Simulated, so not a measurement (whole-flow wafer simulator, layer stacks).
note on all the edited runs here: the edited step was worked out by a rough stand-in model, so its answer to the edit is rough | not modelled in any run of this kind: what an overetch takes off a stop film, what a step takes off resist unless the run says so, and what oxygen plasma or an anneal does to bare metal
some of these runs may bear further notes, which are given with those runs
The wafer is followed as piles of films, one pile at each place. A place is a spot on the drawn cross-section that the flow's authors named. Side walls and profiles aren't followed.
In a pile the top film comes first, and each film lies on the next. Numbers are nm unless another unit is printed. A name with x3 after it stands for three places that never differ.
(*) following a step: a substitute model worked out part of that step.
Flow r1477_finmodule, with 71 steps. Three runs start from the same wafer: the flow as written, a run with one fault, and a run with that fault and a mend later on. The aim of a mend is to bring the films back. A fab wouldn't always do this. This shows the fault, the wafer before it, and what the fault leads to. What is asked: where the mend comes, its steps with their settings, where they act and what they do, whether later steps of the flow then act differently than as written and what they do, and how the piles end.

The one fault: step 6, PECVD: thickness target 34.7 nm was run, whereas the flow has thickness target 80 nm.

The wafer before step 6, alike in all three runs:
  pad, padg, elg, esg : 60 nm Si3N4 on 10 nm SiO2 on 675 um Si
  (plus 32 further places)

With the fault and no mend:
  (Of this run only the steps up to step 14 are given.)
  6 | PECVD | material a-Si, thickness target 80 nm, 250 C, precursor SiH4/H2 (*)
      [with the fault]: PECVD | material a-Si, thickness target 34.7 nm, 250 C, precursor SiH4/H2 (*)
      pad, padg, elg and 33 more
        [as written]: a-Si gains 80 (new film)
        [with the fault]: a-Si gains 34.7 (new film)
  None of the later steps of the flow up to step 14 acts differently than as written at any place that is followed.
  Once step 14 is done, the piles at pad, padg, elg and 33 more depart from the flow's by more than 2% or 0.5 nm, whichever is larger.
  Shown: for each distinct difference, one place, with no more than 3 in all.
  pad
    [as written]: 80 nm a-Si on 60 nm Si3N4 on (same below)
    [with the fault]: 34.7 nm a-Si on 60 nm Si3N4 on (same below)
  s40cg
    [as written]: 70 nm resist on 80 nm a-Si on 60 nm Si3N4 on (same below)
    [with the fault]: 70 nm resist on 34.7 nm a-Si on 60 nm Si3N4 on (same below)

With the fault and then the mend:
  After step 7 comes the mend.
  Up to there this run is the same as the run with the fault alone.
  7a | ETCH | chemistry tmah, depth target 39.9 nm
      pad, padg, elg and 33 more
        a-Si loses 34.7 (all of it)
  7b | PECVD | material a-Si, thickness target 80 nm, 250 C, precursor SiH4/H2 (*) (the flow's step 6, run once more)
      pad, padg, elg and 33 more
        a-Si gains 80 (new film)
  None of the later steps of the flow acts differently than as written at any place that is followed.
  At every place that both follow, the piles at the end match the flow's.
